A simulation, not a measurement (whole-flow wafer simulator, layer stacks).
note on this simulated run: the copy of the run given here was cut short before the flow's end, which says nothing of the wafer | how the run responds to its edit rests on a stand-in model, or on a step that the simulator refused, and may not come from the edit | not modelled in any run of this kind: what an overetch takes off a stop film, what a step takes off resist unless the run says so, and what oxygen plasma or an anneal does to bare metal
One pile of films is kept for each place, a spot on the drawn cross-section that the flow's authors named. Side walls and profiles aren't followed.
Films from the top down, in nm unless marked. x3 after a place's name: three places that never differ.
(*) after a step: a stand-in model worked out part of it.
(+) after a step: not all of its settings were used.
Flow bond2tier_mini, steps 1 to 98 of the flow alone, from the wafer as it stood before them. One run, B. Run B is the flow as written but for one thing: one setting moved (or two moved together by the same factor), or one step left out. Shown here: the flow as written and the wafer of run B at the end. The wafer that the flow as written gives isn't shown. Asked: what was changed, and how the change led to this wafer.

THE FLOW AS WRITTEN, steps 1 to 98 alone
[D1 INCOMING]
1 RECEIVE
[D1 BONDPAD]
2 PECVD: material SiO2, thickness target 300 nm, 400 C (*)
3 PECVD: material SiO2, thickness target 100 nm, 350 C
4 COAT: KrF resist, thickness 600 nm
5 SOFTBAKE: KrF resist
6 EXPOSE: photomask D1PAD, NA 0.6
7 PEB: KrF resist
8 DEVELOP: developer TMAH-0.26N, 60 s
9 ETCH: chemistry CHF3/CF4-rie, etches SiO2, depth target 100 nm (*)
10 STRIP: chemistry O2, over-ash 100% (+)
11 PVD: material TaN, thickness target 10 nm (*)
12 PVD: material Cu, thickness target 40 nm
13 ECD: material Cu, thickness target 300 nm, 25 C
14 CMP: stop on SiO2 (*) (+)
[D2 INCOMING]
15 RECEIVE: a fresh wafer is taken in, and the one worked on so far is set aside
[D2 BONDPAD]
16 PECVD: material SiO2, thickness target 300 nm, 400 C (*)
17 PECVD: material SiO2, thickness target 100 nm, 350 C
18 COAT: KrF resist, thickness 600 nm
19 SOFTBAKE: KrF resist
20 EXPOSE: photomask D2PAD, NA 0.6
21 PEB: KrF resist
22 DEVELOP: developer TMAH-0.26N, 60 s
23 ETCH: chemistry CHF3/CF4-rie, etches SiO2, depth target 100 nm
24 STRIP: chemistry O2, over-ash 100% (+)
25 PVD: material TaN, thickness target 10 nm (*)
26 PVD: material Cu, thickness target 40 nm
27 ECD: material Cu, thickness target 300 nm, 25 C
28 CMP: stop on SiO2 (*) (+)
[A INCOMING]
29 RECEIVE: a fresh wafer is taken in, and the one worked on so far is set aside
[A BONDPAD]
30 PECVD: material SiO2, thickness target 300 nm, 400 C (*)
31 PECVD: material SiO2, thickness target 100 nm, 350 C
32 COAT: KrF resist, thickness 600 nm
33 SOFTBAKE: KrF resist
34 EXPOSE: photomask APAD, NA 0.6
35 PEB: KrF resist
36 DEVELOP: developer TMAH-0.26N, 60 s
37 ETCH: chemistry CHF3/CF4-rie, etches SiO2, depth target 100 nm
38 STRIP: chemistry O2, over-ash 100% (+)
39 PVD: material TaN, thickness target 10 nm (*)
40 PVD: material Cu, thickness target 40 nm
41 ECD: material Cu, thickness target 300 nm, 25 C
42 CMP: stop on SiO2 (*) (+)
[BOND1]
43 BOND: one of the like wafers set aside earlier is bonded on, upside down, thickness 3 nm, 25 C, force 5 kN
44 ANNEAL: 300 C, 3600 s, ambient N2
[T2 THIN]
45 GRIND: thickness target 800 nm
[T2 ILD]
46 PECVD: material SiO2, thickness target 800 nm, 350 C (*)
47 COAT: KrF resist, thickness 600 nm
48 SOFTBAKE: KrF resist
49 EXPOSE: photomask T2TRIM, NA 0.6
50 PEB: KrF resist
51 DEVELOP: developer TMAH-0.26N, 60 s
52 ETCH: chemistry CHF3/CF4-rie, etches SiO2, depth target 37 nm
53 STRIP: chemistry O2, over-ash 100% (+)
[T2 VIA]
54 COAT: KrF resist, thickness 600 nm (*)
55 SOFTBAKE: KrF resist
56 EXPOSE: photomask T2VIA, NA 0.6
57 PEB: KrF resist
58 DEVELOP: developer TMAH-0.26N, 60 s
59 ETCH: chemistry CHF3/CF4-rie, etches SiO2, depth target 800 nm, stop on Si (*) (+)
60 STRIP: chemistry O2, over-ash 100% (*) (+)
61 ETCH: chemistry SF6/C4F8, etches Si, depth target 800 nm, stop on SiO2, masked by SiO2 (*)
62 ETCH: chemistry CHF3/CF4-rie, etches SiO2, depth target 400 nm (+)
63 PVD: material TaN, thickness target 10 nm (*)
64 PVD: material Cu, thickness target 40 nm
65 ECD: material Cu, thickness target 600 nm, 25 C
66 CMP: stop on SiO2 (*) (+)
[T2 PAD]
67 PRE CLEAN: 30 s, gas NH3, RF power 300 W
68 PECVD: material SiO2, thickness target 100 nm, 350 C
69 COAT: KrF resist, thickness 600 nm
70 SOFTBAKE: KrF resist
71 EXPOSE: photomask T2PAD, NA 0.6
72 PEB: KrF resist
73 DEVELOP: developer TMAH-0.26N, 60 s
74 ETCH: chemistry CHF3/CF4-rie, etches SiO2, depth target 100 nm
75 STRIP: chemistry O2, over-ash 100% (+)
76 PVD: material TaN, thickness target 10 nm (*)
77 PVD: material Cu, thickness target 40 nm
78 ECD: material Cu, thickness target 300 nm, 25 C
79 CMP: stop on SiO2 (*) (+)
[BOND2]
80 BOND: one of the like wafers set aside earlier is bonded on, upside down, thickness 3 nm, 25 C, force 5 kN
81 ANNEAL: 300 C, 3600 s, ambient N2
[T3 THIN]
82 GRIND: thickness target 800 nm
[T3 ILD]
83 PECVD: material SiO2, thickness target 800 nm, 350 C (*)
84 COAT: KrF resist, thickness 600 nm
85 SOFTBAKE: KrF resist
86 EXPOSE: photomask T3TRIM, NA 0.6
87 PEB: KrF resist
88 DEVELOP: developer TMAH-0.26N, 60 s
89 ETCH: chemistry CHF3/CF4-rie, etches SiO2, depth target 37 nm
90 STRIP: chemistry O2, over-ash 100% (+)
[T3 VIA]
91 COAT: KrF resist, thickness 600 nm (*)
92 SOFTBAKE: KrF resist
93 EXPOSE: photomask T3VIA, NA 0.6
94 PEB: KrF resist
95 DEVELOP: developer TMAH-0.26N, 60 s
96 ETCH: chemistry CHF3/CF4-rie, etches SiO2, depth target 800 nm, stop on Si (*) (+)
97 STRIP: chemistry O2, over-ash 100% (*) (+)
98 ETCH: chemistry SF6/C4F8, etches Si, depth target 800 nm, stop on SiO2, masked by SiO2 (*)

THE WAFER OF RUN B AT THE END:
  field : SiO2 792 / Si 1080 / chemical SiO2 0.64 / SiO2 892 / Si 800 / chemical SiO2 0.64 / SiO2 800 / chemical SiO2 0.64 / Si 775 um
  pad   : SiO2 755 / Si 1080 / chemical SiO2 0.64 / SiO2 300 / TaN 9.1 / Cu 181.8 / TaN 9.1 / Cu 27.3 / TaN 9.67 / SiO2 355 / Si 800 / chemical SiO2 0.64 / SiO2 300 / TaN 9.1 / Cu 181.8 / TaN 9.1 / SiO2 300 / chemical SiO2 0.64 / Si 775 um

The cause: step 82, GRIND: thickness target 1080 nm was run, where the flow has thickness target 800 nm.
It can be read off the wafer: field has Si 1080, and step 82 as written asks for 800 nm.

How the change led to this, step by step:
  82 GRIND: thickness target 800 nm
      field, pad: Si -773.92 um (as written it would be: Si -774.2 um)
